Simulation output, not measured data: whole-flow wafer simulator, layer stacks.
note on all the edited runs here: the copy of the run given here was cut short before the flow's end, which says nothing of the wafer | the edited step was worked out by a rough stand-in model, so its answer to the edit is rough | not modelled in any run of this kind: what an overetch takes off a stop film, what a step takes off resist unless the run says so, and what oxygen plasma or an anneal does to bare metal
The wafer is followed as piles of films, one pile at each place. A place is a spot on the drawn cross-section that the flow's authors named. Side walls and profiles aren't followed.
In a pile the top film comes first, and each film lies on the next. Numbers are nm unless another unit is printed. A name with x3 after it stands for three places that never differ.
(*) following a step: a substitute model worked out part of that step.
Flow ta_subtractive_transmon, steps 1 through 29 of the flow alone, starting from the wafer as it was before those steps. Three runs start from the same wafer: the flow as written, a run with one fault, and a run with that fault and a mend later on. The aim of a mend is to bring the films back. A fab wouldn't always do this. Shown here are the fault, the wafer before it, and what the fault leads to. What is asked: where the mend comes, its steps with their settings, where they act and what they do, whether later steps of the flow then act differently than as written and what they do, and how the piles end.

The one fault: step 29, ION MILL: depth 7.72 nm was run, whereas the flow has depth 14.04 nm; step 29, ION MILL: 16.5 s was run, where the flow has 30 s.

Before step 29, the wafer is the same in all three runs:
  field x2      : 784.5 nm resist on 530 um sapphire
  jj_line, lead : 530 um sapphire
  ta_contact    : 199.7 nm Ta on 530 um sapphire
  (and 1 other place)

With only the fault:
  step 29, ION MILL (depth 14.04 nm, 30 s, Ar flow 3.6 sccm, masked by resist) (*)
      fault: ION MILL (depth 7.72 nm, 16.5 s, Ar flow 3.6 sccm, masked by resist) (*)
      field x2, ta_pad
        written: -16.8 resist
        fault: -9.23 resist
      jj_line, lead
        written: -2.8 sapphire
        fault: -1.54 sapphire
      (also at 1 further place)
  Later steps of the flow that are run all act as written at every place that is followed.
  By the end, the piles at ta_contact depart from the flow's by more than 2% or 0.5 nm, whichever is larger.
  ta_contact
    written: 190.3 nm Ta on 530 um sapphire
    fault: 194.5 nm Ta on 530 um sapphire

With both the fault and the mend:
  The mend follows step 29.
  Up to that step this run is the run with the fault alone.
  step 29a, ION MILL (depth 6.316 nm, 13.5 s, Ar flow 3.6 sccm, masked by resist) (*) (the flow's step 29 again, with other settings)
      field x2, ta_pad
        -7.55 resist
      jj_line, lead
        -1.26 sapphire
      ta_contact
        -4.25 Ta
  Later steps of the flow that are run all act as written at every place that is followed.
  By the end, the piles equal the flow's at every place that both follow.
